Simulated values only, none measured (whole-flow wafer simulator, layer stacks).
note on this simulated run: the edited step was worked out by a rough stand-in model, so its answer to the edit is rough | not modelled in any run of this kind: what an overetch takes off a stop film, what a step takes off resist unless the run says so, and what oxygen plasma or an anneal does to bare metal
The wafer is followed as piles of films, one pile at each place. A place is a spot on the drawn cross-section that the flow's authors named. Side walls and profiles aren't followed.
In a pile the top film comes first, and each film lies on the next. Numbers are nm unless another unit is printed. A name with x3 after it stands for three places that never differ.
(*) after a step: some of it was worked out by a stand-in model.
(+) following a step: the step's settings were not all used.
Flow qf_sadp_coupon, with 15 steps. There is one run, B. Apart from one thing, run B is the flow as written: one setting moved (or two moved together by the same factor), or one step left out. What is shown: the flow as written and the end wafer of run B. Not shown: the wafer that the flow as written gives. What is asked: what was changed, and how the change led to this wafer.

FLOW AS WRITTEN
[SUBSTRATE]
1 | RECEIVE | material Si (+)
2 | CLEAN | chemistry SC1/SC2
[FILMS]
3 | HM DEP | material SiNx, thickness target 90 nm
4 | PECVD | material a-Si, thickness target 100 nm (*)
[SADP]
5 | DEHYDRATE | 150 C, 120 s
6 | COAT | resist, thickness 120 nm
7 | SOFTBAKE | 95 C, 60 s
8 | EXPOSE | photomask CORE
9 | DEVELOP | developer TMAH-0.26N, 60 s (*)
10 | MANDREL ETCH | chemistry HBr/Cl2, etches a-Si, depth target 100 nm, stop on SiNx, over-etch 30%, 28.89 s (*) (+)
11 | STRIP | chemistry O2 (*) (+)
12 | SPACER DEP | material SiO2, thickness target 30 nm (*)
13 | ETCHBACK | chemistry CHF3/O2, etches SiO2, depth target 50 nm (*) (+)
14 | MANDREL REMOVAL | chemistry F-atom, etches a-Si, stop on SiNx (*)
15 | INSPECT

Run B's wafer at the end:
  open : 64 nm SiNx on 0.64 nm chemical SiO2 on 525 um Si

What caused this: step 4, PECVD: thickness target 81.1 nm was run, though the flow has thickness target 100 nm.

The path from the change to this, step by step:
  4 | PECVD | material a-Si, thickness target 100 nm (*)
      m, open: +81.1 a-Si (new film) (it would be, as written: +100 a-Si (new film))
  10 | MANDREL ETCH | chemistry HBr/Cl2, etches a-Si, depth target 100 nm, stop on SiNx, over-etch 30%, 28.89 s (*) (+)
      open: -81.1 a-Si (all of it), -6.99 SiNx (it would be, as written: -100 a-Si (all of it), -4.29 SiNx)
  14 | MANDREL REMOVAL | chemistry F-atom, etches a-Si, stop on SiNx (*)
      m: -76.9 a-Si (all of it) (it would be, as written: -95.8 a-Si (all of it))
